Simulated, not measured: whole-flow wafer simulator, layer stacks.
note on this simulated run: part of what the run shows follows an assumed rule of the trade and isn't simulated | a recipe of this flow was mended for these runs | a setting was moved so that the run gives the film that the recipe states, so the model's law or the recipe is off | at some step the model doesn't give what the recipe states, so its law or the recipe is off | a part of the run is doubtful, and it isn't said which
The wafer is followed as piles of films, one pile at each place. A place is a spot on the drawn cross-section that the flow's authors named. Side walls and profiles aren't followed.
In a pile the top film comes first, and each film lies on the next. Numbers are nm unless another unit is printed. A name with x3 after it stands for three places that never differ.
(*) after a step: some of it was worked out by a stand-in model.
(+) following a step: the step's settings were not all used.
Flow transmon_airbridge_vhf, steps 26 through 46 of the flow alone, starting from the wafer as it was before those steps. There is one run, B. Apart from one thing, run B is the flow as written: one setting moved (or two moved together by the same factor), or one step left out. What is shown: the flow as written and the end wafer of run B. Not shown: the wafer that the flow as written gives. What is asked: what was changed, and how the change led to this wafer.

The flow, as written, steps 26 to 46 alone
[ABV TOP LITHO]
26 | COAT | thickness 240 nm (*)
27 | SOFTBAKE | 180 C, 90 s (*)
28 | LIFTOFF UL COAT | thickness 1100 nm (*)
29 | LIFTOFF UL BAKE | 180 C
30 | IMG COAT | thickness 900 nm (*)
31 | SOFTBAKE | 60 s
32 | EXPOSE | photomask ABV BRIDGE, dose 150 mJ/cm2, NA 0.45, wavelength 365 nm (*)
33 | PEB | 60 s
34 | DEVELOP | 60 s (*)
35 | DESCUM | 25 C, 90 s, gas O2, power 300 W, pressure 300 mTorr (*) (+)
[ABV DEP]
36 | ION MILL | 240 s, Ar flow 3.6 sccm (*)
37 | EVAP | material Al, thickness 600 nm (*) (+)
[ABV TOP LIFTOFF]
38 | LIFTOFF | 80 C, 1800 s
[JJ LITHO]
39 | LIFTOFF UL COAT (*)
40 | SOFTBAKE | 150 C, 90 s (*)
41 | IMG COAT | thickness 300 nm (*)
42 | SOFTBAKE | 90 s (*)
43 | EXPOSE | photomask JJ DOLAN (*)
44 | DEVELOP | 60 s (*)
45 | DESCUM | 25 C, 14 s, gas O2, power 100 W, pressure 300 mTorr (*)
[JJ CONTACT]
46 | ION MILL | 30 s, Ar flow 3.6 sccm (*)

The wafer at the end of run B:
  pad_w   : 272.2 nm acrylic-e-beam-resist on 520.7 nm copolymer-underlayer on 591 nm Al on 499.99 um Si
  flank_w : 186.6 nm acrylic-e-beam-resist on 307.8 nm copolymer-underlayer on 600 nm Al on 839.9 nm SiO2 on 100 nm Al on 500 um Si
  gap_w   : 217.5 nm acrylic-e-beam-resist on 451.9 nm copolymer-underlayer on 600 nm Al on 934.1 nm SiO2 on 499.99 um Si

What caused this: step 36, ION MILL: 660 s was run, whereas the flow has 240 s.

Step by step, how the change led to this:
  36 | ION MILL | 240 s, Ar flow 3.6 sccm (*)
      pad_w, pad_e: -100 Al (all of it), -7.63 Si (as written it would have been: -41.3 Al)
      field x3, jj_line, ground_far, trace_open_s x2, margin_s, margin_n: -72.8 i-line-resist (as written it would have been: -26.5 i-line-resist)
      (as well as at 6 more places)
  37 | EVAP | material Al, thickness 600 nm (*) (+)
      pad_w, pad_e: +591 Al (new film) (as written it would have been: +591.1 Al)
  38 | LIFTOFF | 80 C, 1800 s
      field x3, jj_line, trace_open_s x2: -600 Al (all of it), -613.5 i-line-resist (all of it), -1100 lift-off-underlayer (all of it), -240 acrylic-e-beam-resist (all of it) (as written it would have been: -600 Al (all of it), -659.8 i-line-resist (all of it), -1100 lift-off-underlayer (all of it), -240 acrylic-e-beam-resist (all of it))
      margin_s, margin_n: -600 Al (all of it), -331.9 i-line-resist (all of it), -823.4 lift-off-underlayer (all of it), -168.6 acrylic-e-beam-resist (all of it) (as written it would have been: -600 Al (all of it), -378.2 i-line-resist (all of it), -823.4 lift-off-underlayer (all of it), -168.6 acrylic-e-beam-resist (all of it))
      (as well as at 1 more place)
